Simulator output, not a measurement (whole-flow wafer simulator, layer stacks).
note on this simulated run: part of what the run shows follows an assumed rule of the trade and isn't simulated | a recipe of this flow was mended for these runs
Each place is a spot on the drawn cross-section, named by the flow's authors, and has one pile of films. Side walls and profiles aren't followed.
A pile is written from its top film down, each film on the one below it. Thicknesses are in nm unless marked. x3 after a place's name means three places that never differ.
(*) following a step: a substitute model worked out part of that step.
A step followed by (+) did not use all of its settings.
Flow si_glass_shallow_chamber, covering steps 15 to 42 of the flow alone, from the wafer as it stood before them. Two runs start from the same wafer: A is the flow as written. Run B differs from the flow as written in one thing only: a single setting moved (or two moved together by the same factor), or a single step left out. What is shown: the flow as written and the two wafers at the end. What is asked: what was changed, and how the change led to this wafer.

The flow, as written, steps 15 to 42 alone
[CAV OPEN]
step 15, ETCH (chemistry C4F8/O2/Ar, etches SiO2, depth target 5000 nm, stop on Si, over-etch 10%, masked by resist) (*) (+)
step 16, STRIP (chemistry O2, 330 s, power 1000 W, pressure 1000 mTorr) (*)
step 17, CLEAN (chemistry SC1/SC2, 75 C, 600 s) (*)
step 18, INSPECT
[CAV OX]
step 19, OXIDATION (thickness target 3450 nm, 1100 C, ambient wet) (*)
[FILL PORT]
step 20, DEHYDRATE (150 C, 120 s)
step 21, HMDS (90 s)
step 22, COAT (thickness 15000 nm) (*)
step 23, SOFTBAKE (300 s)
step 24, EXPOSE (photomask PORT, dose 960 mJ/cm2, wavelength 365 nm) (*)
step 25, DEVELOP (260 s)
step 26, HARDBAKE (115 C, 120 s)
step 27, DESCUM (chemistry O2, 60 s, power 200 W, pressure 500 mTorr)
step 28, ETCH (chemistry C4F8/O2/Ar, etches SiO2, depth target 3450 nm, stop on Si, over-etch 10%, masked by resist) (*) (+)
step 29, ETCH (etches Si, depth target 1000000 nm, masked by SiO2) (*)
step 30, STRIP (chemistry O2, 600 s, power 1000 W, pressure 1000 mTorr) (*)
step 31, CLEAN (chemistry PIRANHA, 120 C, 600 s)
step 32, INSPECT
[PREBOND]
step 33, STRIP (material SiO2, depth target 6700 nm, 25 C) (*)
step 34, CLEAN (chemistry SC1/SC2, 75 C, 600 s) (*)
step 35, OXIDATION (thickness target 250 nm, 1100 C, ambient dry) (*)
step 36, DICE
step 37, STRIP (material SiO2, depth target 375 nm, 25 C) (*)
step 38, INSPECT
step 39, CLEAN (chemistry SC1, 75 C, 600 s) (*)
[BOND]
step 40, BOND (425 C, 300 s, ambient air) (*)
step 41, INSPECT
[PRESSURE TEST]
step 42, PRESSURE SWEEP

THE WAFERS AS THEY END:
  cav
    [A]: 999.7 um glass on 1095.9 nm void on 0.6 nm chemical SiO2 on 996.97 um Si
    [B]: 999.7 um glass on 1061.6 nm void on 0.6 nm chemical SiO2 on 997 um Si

The reason: step 15, ETCH: depth target 4750 nm was run, whereas the flow has depth target 5000 nm.

The path from the change to this, step by step:
  step 15, ETCH (chemistry C4F8/O2/Ar, etches SiO2, depth target 5000 nm, stop on Si, over-etch 10%, masked by resist) (*) (+)
      rim, ramp, septum, ring: A thick-i-line-resist loses 1100 | B thick-i-line-resist loses 1045
      cav, port: A SiO2 loses 5000 (all of it), Si loses 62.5 | B SiO2 loses 5000 (all of it), Si loses 28.1
  step 22, COAT (thickness 15000 nm) (*)
      rim: A thick-i-line-resist gains 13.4 um (new film) | B thick-i-line-resist gains 13.42 um (new film)
      ramp: A thick-i-line-resist gains 12.89 um (new film) | B thick-i-line-resist gains 12.91 um (new film)
      (also at 1 further place)
  step 25, DEVELOP (260 s)
      port: A thick-i-line-resist loses 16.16 um (all of it) | B thick-i-line-resist loses 16.15 um (all of it)
  step 29, ETCH (etches Si, depth target 1000000 nm, masked by SiO2) (*)
      rim, ramp: A thick-i-line-resist loses 11.47 um (all of it), SiO2 loses 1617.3 | B thick-i-line-resist loses 11.5 um (all of it), SiO2 loses 1604.7
      port: A hole gains 997.05 um (new film), Si loses 997.05 um (all of it) | B hole gains 997.08 um (new film), Si loses 997.08 um (all of it)
      (also at 1 further place)
  step 40, BOND (425 C, 300 s, ambient air) (*)
      cav: A glass gains 999.7 um (new film), void gains 1095.9 (new film) | B glass gains 999.7 um (new film), void gains 1061.6 (new film)
      port: A glass gains 999.7 um (new film), hole gains 1017.3 | B glass gains 999.7 um (new film), hole gains 982.9
